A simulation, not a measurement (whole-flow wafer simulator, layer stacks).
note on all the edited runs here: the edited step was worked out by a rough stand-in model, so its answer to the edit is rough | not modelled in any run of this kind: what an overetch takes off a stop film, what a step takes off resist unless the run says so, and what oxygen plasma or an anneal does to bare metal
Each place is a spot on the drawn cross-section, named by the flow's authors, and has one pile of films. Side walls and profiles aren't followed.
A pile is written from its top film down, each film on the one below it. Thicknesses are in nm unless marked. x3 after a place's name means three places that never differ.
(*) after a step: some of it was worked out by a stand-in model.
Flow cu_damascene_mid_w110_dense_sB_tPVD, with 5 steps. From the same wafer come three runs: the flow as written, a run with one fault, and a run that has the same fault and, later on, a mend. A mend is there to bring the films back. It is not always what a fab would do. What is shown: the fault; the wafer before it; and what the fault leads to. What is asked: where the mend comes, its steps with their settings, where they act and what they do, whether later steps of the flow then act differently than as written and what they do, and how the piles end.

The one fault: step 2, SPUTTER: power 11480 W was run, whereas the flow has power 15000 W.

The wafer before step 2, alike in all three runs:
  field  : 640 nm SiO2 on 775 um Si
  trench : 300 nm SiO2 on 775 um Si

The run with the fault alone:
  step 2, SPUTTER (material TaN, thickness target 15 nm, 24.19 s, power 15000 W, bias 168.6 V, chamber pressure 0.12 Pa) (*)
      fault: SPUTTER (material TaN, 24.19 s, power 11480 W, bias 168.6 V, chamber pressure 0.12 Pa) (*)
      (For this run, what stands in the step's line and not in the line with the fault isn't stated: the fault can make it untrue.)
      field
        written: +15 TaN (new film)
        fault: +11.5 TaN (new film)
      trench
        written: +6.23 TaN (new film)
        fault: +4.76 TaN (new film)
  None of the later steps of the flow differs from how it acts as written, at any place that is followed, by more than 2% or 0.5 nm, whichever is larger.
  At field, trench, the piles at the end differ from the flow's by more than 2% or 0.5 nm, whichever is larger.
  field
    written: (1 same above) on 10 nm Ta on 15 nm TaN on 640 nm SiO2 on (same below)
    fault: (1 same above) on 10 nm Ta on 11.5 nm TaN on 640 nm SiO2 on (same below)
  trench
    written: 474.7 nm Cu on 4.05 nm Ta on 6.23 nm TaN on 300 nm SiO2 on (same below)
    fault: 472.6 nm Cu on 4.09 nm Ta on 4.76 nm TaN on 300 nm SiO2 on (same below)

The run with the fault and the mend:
  The mend stands after step 2.
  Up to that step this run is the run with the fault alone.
  step 2a, SPUTTER (material TaN, thickness target 3.5 nm, 5.681 s, power 15000 W, bias 168.6 V, chamber pressure 0.12 Pa) (*) (a further turn of the flow's step 2, with different settings)
      field
        +3.5 TaN
      trench
        +1.4 TaN
  None of the later steps of the flow differs from how it acts as written, at any place that is followed, by more than 2% or 0.5 nm, whichever is larger.
  When the end is reached, the piles differ only a little from the flow's at the places that both follow, at most by 2% or 0.5 nm, whichever is larger.
